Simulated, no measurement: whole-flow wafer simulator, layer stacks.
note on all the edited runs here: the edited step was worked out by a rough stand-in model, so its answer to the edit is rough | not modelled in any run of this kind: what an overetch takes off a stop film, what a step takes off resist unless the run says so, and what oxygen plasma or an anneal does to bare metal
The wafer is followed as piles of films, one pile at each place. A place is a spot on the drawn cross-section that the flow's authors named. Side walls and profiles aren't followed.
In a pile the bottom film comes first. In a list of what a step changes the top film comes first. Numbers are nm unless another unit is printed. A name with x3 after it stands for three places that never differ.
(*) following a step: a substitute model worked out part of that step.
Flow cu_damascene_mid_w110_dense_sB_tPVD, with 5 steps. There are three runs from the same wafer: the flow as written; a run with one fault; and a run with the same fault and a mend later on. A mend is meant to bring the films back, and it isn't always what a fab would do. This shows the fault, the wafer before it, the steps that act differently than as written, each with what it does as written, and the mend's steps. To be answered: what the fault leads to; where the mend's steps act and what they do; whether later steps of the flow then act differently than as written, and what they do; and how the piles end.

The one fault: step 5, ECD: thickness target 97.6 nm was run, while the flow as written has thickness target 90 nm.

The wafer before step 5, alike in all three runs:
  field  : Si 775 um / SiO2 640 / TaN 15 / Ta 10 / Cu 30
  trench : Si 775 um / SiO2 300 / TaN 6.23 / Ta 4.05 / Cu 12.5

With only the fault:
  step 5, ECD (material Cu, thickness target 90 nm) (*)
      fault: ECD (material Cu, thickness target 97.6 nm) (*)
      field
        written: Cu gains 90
        fault: Cu gains 97.6
  Every later step of the flow that is run acts as written at every place that is followed.
  At field, the piles at the end differ from the flow's by more than 2% or 0.5 nm, whichever is larger.
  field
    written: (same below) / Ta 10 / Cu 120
    fault: (same below) / Ta 10 / Cu 127.6

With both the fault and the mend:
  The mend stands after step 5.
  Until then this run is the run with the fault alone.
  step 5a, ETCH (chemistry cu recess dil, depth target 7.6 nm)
      field, trench
        Cu loses 7.6
  Every later step of the flow that is run acts as written at every place that is followed.
  At every place that both follow, the piles at the end match the flow's.
